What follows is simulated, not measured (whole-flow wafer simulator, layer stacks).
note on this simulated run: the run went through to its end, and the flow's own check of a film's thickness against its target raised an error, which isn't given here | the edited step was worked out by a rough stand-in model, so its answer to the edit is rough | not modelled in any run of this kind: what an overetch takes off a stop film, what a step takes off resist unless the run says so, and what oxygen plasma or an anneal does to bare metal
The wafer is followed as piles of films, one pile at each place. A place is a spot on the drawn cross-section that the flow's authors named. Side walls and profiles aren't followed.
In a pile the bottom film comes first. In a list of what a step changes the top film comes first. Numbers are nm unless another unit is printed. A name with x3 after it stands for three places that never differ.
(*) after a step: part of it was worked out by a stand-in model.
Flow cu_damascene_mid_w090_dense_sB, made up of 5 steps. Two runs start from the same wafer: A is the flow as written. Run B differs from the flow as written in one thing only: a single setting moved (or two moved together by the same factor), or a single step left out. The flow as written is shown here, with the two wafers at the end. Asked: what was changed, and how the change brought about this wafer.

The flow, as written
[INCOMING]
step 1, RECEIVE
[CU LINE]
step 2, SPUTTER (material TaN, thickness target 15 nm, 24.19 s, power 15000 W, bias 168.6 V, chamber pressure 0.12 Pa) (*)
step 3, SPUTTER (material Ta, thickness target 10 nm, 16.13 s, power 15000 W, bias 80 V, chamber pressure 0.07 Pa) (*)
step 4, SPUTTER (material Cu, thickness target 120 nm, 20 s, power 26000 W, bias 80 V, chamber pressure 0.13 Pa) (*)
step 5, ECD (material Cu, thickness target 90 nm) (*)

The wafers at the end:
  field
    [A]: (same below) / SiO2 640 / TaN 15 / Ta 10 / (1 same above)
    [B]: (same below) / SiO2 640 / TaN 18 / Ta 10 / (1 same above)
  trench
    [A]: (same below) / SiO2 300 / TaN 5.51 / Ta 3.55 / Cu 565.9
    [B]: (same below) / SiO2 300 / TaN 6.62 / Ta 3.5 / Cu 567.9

What caused this: step 2, SPUTTER: thickness target 18 nm was run, while the flow as written has thickness target 15 nm; step 2, SPUTTER: 29.03 s was run, where the flow has 24.19 s.
The wafer lets one read it off: field has TaN 18, and step 2 as written asks for 15 nm.

The path from the change to this, step by step:
  step 2, SPUTTER (material TaN, thickness target 15 nm, 24.19 s, power 15000 W, bias 168.6 V, chamber pressure 0.12 Pa) (*)
      field: A TaN gains 15 (new film) | B TaN gains 18 (new film)
      trench: A TaN gains 5.51 (new film) | B TaN gains 6.62 (new film)
